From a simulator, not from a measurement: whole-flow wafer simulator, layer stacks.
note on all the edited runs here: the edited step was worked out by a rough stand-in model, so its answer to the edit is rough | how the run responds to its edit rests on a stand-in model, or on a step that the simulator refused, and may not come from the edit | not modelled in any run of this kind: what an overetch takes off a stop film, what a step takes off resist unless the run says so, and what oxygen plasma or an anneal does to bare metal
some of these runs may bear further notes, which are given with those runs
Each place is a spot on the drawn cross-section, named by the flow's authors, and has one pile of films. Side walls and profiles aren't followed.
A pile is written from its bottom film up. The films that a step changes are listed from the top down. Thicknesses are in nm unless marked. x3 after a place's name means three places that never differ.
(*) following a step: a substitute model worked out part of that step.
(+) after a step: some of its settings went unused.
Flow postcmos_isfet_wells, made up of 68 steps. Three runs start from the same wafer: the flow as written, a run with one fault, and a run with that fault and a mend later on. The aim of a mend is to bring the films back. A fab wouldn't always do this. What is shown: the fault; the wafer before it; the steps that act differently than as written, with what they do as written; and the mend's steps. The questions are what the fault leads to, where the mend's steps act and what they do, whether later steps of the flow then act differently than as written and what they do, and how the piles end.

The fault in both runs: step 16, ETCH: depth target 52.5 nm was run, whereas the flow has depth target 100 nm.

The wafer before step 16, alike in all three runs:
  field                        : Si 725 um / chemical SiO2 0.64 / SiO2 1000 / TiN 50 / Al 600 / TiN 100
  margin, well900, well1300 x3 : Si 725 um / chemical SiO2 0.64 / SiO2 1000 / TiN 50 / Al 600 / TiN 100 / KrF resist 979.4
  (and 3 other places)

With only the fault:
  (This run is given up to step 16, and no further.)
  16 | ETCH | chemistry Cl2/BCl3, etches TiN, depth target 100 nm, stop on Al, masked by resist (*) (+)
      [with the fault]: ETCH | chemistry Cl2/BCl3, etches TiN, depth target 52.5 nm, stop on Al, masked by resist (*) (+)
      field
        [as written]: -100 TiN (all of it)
        [with the fault]: -52.5 TiN
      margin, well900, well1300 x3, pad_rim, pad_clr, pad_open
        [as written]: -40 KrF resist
        [with the fault]: -21 KrF resist
  After step 16, at field, the piles differ from the flow's by more than 2% or 0.5 nm, whichever is larger.
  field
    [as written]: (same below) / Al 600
    [with the fault]: (same below) / Al 600 / TiN 47.5

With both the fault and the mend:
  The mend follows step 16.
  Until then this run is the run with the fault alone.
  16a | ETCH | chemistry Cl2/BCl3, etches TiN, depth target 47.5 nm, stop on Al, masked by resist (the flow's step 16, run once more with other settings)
      margin, well900, well1300 x3, pad_rim, pad_clr, pad_open
        -19 KrF resist
      field
        -47.5 TiN (all of it)
  Every later step of the flow that is run acts as written at every place that is followed.
  By the end, the piles equal the flow's at every place that both follow.
